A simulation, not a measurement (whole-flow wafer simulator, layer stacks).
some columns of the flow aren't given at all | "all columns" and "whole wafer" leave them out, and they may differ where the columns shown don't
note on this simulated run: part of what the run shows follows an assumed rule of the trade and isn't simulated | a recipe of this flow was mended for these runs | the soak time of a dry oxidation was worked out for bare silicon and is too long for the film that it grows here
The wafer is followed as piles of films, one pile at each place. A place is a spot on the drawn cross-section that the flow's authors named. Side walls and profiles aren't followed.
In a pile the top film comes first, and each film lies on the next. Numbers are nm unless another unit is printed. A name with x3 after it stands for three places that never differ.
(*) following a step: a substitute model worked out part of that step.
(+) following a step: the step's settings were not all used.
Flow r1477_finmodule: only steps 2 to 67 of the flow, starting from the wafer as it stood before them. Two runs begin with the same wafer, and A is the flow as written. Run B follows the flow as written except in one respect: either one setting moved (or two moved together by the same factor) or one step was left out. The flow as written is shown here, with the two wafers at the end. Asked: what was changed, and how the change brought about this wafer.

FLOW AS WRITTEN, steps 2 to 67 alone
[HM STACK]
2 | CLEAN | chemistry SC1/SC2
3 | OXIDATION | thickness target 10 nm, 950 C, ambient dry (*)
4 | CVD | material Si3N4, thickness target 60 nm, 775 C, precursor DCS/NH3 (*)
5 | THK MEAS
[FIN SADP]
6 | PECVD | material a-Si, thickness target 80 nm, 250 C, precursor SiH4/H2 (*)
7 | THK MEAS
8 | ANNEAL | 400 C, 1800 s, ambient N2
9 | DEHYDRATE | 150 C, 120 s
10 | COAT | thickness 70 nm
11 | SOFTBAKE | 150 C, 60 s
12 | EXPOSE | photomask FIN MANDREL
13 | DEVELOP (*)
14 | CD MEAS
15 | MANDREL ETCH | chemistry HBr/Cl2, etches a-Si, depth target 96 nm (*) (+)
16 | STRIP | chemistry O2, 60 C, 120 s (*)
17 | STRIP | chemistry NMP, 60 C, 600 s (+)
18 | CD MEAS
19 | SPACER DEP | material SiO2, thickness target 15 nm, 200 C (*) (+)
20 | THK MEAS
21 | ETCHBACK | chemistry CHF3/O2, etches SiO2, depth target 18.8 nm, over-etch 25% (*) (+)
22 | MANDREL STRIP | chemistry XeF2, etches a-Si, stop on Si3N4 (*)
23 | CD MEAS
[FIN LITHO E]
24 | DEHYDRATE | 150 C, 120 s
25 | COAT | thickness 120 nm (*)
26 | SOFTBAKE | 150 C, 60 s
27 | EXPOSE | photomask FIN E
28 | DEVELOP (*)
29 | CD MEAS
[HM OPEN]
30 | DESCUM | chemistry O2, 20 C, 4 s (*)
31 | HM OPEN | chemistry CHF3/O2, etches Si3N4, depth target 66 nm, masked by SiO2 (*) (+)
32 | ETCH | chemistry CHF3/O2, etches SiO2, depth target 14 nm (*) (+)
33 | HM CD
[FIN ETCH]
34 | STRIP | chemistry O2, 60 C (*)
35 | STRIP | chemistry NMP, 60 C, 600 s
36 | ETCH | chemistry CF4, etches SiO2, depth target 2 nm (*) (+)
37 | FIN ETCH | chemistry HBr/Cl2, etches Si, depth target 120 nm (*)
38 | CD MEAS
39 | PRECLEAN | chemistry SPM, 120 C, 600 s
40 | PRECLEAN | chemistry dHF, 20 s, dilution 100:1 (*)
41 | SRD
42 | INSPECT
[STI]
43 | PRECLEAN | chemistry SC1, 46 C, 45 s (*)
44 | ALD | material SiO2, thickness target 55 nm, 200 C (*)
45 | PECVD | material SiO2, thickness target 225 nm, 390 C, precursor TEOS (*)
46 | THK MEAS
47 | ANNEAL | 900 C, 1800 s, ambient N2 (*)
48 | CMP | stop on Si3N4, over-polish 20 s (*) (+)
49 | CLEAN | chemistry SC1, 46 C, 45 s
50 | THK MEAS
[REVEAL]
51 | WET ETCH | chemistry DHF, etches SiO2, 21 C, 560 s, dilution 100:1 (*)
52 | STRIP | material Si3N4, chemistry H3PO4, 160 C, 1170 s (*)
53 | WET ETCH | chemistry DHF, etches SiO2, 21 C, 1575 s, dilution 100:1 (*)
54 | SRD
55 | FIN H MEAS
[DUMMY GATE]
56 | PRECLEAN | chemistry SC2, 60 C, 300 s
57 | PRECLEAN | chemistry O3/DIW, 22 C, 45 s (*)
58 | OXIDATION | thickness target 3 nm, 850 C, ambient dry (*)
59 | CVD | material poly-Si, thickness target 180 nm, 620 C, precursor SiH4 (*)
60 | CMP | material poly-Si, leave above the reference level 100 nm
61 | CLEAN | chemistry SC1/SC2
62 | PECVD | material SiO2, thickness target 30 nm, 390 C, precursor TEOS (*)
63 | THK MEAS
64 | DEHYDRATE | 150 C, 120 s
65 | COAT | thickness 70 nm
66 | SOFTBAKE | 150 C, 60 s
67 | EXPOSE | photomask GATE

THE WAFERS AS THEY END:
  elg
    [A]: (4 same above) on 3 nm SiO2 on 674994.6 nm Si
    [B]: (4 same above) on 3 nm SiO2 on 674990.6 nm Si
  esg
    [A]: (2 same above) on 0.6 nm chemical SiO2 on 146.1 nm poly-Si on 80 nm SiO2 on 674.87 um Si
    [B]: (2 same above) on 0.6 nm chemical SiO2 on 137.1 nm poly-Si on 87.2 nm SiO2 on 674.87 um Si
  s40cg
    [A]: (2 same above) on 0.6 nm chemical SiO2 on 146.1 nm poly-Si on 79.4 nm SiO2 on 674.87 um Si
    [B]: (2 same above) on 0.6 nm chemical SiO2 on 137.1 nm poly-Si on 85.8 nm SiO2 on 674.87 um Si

Cause: step 3, OXIDATION: thickness target 19 nm was run, while the flow as written has thickness target 10 nm.

Step by step, how the change led to this:
  3 | OXIDATION | thickness target 10 nm, 950 C, ambient dry (*)
      pad, padg, elg and 33 more: A SiO2 gains 10 (new film), chemical SiO2 loses 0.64 (all of it), Si loses 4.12 | B SiO2 gains 19 (new film), chemical SiO2 loses 0.64 (all of it), Si loses 8.08
  32 | ETCH | chemistry CHF3/O2, etches SiO2, depth target 14 nm (*) (+)
      s40cg, s45cg, s50cg, s40co, s45co, s50co: A SiO2 loses 7 (all of it), Si loses 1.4 | B SiO2 loses 14
      pad, padg, esg and 13 more: A SiO2 loses 4.05 (all of it), Si loses 1.99 | B SiO2 loses 13 (all of it), Si loses 0.19
  34 | STRIP | chemistry O2, 60 C (*)
      s40cg, s45cg, s50cg, s40co, s45co, s50co: A chemical SiO2 gains 1.2 (new film), Si loses 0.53 | B nothing
  36 | ETCH | chemistry CF4, etches SiO2, depth target 2 nm (*) (+)
      s40cg, s45cg, s50cg, s40co, s45co, s50co: A chemical SiO2 loses 1.2 (all of it), Si loses 0.67 | B SiO2 loses 2 (all of it)
  44 | ALD | material SiO2, thickness target 55 nm, 200 C (*)
      esg, e40sg, e100sg, e200sg, eso, e40so, e100so, e200so: A SiO2 gains 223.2 (new film) | B SiO2 gains 230.4 (new film)
      s40cg, s45cg, s50cg, s40co, s45co, s50co: A SiO2 gains 263.2 (new film) | B SiO2 gains 269.6 (new film)
      (also at 6 further places)
  48 | CMP | stop on Si3N4, over-polish 20 s (*) (+)
      pad, padg: A SiO2 loses 79.4 | B SiO2 loses 72.2
  53 | WET ETCH | chemistry DHF, etches SiO2, 21 C, 1575 s, dilution 100:1 (*)
      elg, e40lg, e100lg, e200lg, elo, e40lo, e100lo, e200lo: A SiO2 loses 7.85 (all of it) | B SiO2 loses 16.9 (all of it)
      s40sg_line, s45sg_line, s50sg_line, s40so_line, s45so_line, s50so_line: A SiO2 loses 8.51 (all of it) | B SiO2 loses 17.5 (all of it)
  59 | CVD | material poly-Si, thickness target 180 nm, 620 C, precursor SiH4 (*)
      esg, e40sg, e100sg and 15 more: A poly-Si gains 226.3 (new film) | B poly-Si gains 217.3 (new film)
      e200sg, e200so: A poly-Si gains 219.2 (new film) | B poly-Si gains 210.2 (new film)
  60 | CMP | material poly-Si, leave above the reference level 100 nm
      pad, padg: A poly-Si loses 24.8 | B poly-Si loses 33.8
